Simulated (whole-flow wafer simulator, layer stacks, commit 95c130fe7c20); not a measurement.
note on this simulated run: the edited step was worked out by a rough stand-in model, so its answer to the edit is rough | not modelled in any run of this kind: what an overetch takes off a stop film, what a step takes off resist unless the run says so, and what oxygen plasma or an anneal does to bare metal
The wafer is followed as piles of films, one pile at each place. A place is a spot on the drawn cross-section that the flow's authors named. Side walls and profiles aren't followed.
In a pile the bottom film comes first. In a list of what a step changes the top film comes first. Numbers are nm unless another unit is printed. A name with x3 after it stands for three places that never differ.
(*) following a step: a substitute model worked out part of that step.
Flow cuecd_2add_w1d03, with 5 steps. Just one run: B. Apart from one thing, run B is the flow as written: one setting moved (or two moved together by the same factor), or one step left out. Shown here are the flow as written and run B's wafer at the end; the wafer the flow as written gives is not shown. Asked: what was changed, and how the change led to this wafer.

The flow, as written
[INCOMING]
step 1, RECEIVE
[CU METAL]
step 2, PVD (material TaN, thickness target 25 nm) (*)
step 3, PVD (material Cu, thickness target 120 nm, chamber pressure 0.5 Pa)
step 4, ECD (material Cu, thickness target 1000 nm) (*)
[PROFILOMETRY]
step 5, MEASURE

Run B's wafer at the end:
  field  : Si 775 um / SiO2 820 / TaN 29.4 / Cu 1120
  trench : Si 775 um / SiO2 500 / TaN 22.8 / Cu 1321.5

The reason: step 2, PVD: thickness target 29.4 nm was run, while the flow as written has thickness target 25 nm.
One can read it off the wafer: field has TaN 29.4, and step 2 as written asks for 25 nm.

The path from the change to this, step by step:
  step 2, PVD (material TaN, thickness target 25 nm) (*)
      field: +29.4 TaN (new film) (it would be, as written: +25 TaN (new film))
      trench: +22.8 TaN (new film) (it would be, as written: +19.4 TaN (new film))
